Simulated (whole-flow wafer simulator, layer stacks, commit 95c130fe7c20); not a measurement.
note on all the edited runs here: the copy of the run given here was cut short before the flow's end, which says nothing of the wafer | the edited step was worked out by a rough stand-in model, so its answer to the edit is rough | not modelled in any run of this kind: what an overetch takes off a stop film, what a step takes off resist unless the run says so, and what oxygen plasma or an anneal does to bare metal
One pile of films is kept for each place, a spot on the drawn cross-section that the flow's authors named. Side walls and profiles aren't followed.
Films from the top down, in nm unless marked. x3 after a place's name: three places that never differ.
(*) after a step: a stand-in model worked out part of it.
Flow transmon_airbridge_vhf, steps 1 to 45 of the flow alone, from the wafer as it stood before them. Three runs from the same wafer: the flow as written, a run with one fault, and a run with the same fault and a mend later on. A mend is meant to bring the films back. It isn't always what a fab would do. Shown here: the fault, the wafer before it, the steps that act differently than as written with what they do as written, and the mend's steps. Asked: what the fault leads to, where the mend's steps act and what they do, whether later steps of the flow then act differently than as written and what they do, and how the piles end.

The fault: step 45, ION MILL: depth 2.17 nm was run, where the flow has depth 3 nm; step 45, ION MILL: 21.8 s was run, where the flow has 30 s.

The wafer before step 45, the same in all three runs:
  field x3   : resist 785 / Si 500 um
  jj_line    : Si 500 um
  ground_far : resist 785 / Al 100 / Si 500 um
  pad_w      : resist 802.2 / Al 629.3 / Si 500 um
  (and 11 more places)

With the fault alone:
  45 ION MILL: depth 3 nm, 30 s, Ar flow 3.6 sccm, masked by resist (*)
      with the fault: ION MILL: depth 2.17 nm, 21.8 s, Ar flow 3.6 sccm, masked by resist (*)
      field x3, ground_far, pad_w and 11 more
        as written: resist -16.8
        with the fault: resist -12.2
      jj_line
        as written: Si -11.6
        with the fault: Si -8.45
  No later step of the flow acts differently than as written at any place that is followed.
  At the end the piles differ from the flow's only slightly at the places that both follow, by at most 2% or 0.5 nm, whichever is larger.

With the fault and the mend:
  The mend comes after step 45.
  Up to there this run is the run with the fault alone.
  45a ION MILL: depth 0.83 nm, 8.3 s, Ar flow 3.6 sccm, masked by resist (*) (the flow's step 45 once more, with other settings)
      field x3, ground_far, pad_w and 11 more
        resist -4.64
      jj_line
        Si -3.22
  No later step of the flow acts differently than as written at any place that is followed.
  At the end the piles differ from the flow's only slightly at the places that both follow, by at most 2% or 0.5 nm, whichever is larger.
